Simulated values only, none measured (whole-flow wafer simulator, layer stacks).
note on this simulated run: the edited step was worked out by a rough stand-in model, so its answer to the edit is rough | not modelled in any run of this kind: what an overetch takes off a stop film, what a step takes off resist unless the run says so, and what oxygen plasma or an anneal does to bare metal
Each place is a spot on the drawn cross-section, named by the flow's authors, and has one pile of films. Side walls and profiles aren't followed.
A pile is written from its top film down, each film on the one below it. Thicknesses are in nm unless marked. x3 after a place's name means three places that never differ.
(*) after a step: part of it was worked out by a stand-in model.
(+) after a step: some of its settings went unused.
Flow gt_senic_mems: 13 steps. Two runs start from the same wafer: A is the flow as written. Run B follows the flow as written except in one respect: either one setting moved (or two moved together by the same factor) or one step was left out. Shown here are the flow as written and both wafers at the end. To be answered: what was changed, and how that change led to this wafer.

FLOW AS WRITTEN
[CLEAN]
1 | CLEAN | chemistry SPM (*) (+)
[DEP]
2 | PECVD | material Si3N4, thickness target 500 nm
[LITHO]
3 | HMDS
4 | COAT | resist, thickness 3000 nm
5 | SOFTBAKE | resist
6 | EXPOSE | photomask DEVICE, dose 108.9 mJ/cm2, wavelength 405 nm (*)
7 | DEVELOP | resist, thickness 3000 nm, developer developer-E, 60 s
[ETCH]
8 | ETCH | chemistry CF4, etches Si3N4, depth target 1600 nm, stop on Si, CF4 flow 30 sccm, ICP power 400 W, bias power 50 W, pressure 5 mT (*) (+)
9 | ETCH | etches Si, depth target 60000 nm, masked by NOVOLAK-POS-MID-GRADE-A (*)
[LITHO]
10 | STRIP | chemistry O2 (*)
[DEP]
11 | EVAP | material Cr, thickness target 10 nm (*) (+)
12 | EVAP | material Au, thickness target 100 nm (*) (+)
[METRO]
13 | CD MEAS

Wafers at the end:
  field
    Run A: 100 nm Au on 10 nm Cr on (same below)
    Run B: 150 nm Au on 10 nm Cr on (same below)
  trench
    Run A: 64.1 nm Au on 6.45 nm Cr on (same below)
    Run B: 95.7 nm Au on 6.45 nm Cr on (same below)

The reason: step 12, EVAP: thickness target 150 nm was run, whereas the flow has thickness target 100 nm.
One can read it off the wafer: field has Au 150, and step 12 as written asks for 100 nm.

The path from the change to this, step by step:
  12 | EVAP | material Au, thickness target 100 nm (*) (+)
      field: A Au gains 100 (new film) | B Au gains 150 (new film)
      trench: A Au gains 64.1 (new film) | B Au gains 95.7 (new film)
